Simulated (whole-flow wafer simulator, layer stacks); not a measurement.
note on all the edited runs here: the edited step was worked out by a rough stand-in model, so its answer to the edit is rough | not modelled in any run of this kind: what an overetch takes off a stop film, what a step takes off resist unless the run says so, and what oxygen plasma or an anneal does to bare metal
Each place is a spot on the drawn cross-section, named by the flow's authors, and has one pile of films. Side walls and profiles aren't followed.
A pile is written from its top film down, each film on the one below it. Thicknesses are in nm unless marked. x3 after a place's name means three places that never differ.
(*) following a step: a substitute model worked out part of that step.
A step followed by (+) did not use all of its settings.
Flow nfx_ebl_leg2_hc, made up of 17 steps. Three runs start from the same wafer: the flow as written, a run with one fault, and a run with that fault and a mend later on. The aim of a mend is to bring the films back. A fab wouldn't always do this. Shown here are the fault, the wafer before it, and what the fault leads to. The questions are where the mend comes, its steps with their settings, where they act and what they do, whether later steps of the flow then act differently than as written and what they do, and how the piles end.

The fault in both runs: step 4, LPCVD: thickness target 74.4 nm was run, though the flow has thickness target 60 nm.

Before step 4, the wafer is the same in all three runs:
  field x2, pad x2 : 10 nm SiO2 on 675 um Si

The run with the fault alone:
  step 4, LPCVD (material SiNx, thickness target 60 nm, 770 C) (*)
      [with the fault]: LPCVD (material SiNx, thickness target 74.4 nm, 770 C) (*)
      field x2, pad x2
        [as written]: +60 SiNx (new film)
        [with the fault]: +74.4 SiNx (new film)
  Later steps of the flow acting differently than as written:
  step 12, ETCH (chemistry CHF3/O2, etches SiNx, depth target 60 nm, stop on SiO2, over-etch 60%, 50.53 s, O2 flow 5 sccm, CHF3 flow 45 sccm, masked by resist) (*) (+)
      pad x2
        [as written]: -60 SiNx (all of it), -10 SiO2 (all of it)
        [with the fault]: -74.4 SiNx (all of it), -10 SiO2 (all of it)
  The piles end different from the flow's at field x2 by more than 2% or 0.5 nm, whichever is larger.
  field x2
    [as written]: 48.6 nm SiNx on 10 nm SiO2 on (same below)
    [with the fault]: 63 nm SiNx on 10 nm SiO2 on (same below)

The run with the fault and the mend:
  The mend stands after step 5.
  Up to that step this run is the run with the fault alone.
  step 5a, ETCH (chemistry h3po4, depth target 14.4 nm)
      field x2, pad x2
        -14.4 SiNx
  None of the later steps of the flow acts differently than as written at any place that is followed.
  The piles end the same as the flow's at every place that both follow.
